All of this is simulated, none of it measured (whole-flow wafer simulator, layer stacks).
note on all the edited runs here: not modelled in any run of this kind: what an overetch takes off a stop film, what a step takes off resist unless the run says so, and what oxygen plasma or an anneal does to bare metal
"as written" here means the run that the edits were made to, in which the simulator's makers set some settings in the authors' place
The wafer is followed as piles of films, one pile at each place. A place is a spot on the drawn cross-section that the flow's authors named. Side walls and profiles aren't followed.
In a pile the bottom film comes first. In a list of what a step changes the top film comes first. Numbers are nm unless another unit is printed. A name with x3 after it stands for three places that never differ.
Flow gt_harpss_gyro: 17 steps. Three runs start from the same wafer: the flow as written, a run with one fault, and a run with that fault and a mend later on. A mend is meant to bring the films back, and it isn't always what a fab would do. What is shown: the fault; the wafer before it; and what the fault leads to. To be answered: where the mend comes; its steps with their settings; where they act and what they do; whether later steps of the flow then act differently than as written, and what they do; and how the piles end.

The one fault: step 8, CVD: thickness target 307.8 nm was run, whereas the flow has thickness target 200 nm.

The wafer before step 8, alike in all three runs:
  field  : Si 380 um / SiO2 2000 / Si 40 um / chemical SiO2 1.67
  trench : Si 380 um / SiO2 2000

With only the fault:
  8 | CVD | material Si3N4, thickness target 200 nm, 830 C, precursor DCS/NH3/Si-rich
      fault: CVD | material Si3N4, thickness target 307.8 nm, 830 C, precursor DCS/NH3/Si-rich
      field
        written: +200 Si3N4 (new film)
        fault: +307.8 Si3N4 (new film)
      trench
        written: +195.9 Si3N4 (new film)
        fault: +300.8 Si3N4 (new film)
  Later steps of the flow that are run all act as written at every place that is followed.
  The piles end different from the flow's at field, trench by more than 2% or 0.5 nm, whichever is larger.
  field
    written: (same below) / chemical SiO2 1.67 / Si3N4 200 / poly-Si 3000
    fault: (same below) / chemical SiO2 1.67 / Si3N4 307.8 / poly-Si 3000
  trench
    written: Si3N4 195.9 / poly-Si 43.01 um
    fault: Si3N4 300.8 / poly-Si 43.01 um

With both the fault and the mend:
  The mend stands after step 8.
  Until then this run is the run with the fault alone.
  8a | ETCH | chemistry h3po4, depth target 106.8 nm
      field, trench
        -106.8 Si3N4
  Later steps of the flow that are run all act as written at every place that is followed.
  When the end is reached, the piles differ only a little from the flow's at the places that both follow, at most by 2% or 0.5 nm, whichever is larger.
